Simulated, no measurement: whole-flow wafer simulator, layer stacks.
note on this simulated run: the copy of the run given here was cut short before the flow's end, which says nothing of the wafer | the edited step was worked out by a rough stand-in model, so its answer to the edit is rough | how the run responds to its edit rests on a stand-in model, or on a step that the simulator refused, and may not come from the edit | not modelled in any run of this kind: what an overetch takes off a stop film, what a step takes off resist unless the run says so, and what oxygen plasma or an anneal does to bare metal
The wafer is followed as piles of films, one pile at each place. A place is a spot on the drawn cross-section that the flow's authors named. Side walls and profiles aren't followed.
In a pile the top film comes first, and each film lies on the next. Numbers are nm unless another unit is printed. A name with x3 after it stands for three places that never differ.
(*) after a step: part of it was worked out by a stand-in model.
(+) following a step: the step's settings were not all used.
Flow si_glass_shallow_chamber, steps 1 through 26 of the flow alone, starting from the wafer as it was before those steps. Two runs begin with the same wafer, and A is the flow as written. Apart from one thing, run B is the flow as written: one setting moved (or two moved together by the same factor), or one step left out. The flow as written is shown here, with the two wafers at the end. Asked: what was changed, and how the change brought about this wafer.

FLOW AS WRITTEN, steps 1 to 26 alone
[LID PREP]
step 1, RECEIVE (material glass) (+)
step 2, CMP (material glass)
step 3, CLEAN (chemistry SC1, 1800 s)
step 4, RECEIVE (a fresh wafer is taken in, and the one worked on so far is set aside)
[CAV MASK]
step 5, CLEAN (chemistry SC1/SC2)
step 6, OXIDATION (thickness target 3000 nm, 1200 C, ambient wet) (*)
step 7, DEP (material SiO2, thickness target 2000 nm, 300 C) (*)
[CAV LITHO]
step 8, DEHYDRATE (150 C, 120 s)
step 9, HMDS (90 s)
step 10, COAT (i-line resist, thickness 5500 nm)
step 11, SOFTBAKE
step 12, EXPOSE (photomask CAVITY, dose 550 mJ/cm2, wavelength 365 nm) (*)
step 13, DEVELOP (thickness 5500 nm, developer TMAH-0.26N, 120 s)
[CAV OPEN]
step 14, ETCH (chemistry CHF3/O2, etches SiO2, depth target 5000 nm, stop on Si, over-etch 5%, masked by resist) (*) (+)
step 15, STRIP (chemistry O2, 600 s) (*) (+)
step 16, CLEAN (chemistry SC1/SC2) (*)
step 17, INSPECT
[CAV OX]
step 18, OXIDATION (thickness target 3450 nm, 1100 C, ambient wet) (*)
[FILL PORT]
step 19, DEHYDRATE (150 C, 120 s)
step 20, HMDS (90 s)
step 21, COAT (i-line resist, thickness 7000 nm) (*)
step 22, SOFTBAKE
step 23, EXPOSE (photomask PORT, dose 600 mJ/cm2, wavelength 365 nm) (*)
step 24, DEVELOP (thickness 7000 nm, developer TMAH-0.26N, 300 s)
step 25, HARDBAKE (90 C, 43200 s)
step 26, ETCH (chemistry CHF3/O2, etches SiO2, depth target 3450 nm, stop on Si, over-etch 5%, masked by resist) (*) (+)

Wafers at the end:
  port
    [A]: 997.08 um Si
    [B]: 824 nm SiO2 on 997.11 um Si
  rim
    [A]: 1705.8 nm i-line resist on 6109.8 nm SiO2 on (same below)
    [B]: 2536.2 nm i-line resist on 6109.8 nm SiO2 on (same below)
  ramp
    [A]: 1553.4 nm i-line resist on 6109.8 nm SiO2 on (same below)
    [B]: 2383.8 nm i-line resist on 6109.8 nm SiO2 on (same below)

What caused this: step 26, ETCH: depth target 2501 nm was run, though the flow has depth target 3450 nm.

The path from the change to this, step by step:
  step 26, ETCH (chemistry CHF3/O2, etches SiO2, depth target 3450 nm, stop on Si, over-etch 5%, masked by resist) (*) (+)
      port: A -3450 SiO2 (all of it), -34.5 Si | B -2626.1 SiO2
      rim, ramp, cav, ring: A -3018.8 i-line resist | B -2188.4 i-line resist
      (also at 1 further place)
